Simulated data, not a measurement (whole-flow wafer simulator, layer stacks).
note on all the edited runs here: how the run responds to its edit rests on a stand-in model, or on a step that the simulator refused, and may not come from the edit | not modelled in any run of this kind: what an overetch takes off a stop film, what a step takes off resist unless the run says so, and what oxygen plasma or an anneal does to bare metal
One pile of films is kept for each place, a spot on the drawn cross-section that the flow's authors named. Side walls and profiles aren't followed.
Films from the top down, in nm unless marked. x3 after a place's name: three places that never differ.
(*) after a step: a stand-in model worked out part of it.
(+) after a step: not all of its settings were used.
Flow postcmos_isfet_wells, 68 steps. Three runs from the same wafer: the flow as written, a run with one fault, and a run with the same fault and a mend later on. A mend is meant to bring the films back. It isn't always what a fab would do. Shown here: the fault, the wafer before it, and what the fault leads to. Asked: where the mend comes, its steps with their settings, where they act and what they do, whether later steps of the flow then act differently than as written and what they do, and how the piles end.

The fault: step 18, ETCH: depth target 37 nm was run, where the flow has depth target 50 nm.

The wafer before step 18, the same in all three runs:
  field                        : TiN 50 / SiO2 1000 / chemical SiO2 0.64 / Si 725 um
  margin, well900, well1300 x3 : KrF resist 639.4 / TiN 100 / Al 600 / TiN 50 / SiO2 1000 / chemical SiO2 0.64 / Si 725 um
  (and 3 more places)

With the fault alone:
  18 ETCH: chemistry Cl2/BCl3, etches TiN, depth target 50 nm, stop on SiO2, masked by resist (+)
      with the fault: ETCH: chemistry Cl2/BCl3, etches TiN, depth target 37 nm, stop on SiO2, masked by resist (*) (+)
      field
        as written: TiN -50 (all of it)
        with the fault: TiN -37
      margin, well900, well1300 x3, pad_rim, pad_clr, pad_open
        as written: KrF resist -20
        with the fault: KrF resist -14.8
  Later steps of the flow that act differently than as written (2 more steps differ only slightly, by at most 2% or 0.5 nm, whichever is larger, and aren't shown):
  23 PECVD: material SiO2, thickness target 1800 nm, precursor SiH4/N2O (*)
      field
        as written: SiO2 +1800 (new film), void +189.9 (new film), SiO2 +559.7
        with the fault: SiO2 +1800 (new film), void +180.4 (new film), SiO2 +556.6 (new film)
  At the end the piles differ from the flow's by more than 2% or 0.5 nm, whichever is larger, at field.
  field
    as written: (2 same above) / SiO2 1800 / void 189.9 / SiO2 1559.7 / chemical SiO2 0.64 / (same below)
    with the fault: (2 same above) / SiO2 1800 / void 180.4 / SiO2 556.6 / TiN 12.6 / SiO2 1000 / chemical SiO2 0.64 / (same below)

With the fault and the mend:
  The mend comes after step 18.
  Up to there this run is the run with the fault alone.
  18a ETCH: chemistry Cl2/BCl3, etches TiN, depth target 13 nm, stop on SiO2, masked by resist (the flow's step 18 once more, with other settings)
      margin, well900, well1300 x3, pad_rim, pad_clr, pad_open
        KrF resist -5.2
      field
        TiN -13 (all of it)
  No later step of the flow acts differently than as written at any place that is followed.
  At the end the piles are the same as the flow's at every place that both follow.
